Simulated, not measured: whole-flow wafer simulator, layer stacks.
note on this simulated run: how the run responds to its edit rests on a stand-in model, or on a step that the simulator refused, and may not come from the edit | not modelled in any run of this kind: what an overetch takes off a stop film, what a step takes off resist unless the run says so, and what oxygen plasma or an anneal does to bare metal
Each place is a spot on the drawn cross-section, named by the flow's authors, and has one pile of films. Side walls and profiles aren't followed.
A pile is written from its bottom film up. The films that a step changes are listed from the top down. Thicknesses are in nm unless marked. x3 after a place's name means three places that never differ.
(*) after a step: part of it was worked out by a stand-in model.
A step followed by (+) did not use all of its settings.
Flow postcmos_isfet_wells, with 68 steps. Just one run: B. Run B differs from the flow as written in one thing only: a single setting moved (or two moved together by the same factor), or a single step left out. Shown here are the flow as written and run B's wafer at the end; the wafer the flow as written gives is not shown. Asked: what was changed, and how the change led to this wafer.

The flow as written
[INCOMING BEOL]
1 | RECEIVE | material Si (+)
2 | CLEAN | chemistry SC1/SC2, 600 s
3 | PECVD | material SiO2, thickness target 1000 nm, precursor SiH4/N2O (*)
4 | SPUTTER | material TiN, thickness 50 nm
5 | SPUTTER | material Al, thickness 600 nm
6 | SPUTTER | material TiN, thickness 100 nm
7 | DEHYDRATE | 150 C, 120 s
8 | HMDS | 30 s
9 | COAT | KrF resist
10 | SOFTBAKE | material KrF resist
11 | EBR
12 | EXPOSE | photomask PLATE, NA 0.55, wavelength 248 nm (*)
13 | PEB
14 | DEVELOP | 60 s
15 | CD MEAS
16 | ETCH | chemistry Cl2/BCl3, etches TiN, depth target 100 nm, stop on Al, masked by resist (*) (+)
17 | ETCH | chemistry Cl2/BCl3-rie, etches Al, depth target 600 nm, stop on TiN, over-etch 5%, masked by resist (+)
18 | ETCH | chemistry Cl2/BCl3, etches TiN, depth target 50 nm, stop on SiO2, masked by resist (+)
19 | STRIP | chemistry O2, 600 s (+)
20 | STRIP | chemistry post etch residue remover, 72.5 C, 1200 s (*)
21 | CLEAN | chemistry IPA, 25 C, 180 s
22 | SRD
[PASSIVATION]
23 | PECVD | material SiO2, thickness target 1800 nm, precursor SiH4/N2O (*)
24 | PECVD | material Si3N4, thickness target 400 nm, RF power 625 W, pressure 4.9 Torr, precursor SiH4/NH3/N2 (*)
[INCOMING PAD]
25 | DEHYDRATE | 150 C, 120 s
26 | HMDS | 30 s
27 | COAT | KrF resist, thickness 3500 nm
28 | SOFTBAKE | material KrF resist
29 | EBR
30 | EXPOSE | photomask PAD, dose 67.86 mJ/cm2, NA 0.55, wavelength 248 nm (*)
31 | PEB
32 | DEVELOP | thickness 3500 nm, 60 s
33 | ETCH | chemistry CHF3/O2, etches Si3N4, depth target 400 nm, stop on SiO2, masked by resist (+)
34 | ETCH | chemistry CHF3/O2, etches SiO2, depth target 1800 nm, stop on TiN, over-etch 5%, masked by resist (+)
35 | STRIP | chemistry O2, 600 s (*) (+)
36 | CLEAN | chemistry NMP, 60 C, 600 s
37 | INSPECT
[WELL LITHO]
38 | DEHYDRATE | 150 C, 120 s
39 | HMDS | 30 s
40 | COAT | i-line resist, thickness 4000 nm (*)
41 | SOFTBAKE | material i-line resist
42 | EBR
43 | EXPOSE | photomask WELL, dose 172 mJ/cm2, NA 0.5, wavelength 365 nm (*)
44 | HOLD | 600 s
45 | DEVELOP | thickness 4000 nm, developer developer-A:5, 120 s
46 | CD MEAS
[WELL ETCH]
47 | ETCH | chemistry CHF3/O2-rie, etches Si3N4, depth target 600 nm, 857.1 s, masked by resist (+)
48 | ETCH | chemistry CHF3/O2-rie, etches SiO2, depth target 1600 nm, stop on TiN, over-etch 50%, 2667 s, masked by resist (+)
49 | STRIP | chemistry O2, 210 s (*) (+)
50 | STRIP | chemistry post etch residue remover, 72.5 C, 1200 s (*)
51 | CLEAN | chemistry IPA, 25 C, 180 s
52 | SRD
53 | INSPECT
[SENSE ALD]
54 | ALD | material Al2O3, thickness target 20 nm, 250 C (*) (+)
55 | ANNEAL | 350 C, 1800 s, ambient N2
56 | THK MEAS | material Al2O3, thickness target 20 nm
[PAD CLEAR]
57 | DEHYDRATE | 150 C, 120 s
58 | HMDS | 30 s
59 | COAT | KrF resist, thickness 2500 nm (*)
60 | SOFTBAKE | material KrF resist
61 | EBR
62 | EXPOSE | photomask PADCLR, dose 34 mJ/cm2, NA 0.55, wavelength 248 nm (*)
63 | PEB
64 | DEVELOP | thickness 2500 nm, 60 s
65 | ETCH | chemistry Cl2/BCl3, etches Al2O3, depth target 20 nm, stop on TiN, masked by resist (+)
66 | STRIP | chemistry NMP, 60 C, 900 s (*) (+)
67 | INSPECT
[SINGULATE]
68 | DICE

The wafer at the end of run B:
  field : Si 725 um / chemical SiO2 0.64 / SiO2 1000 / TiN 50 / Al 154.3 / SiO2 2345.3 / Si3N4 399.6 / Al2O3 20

The reason: step 17, ETCH: depth target 390 nm was run, while the flow as written has depth target 600 nm.

The path from the change to this, step by step:
  17 | ETCH | chemistry Cl2/BCl3-rie, etches Al, depth target 600 nm, stop on TiN, over-etch 5%, masked by resist (+)
      field: -390 Al (it would be, as written: -600 Al (all of it))
      margin, well900, well1300 x3, pad_rim, pad_clr, pad_open: -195 KrF resist (it would be, as written: -300 KrF resist)
  18 | ETCH | chemistry Cl2/BCl3, etches TiN, depth target 50 nm, stop on SiO2, masked by resist (+)
      field: -50 Al (it would be, as written: -50 TiN (all of it))
  19 | STRIP | chemistry O2, 600 s (+)
      margin, well900, well1300 x3, pad_rim, pad_clr, pad_open: -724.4 KrF resist (all of it) (it would be, as written: -619.4 KrF resist (all of it))
  20 | STRIP | chemistry post etch residue remover, 72.5 C, 1200 s (*)
      field: -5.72 Al (it would be, as written: nothing)
  23 | PECVD | material SiO2, thickness target 1800 nm, precursor SiH4/N2O (*)
      field: +2345.3 SiO2 (new film) (it would be, as written: +1800 SiO2 (new film), +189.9 void (new film), +559.7 SiO2)
If metal films that touch count as one body, field has 1 body; the flow as written gives 0 bodies.
